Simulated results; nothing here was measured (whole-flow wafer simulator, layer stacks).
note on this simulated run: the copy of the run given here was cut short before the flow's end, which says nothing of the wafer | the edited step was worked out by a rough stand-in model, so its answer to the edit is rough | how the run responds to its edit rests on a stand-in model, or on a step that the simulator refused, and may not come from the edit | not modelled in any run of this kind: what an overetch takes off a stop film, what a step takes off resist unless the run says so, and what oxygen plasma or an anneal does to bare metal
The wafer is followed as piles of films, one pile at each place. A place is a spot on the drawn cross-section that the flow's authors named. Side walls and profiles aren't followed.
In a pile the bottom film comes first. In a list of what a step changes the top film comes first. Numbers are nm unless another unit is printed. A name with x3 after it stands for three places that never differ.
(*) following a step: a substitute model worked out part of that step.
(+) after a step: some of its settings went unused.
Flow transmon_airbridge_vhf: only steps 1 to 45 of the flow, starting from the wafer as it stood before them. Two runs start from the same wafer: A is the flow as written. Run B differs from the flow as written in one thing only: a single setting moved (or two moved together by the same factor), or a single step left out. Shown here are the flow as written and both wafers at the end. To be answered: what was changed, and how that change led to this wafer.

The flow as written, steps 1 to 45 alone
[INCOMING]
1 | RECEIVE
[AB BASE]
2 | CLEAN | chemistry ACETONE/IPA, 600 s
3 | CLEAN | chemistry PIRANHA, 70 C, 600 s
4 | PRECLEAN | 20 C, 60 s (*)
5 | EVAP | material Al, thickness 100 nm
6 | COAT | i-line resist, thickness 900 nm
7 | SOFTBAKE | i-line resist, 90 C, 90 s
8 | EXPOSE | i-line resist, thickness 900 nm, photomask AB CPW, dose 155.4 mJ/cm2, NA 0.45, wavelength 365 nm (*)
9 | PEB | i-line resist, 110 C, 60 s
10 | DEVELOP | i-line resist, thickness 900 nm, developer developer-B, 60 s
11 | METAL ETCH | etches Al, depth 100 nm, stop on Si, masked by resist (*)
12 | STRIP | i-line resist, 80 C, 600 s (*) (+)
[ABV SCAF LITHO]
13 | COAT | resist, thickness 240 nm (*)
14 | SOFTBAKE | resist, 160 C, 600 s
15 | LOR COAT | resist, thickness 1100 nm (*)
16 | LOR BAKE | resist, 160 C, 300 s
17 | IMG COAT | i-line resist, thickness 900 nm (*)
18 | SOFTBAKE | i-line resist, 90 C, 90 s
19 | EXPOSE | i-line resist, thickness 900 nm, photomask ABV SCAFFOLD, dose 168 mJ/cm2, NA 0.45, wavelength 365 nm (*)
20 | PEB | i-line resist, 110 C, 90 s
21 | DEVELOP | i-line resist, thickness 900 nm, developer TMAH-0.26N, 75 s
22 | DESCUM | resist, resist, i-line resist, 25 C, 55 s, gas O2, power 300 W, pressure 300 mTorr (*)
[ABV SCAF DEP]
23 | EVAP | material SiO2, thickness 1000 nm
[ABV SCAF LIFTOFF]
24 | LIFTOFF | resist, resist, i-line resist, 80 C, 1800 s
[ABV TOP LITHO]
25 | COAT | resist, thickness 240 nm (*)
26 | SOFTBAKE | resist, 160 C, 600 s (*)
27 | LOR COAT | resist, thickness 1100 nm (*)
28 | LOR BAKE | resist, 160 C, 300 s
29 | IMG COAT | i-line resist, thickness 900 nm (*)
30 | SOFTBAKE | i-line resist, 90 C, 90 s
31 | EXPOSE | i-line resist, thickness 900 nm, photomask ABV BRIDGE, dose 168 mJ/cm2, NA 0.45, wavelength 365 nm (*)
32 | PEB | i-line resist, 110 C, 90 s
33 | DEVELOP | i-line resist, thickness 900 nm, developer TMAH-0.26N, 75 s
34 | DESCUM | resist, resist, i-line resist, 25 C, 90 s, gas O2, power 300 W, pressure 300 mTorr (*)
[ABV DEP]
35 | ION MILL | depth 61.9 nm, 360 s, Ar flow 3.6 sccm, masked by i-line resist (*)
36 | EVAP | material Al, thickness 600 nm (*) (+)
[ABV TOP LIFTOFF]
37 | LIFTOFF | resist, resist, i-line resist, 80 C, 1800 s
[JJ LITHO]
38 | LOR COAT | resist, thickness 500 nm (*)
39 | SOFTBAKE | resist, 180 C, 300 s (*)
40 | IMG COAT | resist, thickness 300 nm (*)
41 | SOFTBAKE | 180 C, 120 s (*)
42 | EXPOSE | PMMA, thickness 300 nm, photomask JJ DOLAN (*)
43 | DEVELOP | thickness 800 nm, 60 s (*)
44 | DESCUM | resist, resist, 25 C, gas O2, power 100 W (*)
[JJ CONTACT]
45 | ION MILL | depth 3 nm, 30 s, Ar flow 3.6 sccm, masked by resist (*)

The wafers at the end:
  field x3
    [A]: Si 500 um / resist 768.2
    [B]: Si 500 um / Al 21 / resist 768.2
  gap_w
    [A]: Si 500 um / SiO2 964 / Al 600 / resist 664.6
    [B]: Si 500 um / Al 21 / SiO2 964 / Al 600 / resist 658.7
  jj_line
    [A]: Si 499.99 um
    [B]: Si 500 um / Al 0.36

The reason: step 11, METAL ETCH: depth 79 nm was run, though the flow has depth 100 nm.

How this came from the change, step by step:
  11 | METAL ETCH | etches Al, depth 100 nm, stop on Si, masked by resist (*)
      field x3, jj_line, gap_w, gap_e: A -100 Al (all of it) | B -79 Al
      ground_far, pad_w, flank_w and 8 more: A -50 i-line resist | B -39.5 i-line resist
  45 | ION MILL | depth 3 nm, 30 s, Ar flow 3.6 sccm, masked by resist (*)
      jj_line: A -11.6 Si | B -20.6 Al
With metal films that touch counted as one body, field x3 has 1 body; the flow as written gives 0 bodies.
With metal films that touch counted as one body, gap_w has 2 bodies (between them, from the top down: SiO2 964); the flow as written gives 1 body.
With metal films that touch counted as one body, jj_line has 1 body; the flow as written gives 0 bodies.
